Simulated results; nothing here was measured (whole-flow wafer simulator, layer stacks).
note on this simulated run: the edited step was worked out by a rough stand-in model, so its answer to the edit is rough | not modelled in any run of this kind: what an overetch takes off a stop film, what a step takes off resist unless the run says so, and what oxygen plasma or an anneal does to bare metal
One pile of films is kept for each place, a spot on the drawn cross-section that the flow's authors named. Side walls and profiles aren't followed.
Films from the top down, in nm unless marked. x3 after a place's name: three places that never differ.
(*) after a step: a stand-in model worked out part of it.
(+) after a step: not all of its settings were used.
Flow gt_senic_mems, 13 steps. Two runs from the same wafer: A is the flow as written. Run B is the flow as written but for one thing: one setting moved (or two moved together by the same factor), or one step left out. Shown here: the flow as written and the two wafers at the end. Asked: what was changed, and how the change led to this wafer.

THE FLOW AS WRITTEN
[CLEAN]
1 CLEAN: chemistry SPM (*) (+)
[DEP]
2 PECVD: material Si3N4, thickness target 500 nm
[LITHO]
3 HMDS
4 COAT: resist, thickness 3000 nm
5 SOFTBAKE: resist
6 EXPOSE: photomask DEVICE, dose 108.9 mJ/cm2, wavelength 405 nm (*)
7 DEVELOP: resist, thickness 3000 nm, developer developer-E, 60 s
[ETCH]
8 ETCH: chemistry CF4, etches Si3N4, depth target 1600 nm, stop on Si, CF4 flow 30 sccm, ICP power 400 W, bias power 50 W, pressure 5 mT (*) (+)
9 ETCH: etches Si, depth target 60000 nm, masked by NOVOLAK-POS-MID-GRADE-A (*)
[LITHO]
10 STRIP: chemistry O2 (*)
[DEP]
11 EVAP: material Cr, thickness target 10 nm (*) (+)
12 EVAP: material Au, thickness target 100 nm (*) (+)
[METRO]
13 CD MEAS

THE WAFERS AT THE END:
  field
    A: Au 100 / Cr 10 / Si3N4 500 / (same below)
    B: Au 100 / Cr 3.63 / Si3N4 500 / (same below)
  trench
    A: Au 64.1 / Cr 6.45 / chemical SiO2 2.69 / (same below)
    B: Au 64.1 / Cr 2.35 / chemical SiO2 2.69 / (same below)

The cause: step 11, EVAP: thickness target 3.63 nm was run, where the flow has thickness target 10 nm.
It can be read off the wafer: field has Cr 3.63, and step 11 as written asks for 10 nm.

How the change led to this, step by step:
  11 EVAP: material Cr, thickness target 10 nm (*) (+)
      field: A Cr +10 (new film) | B Cr +3.63 (new film)
      trench: A Cr +6.45 (new film) | B Cr +2.35 (new film)
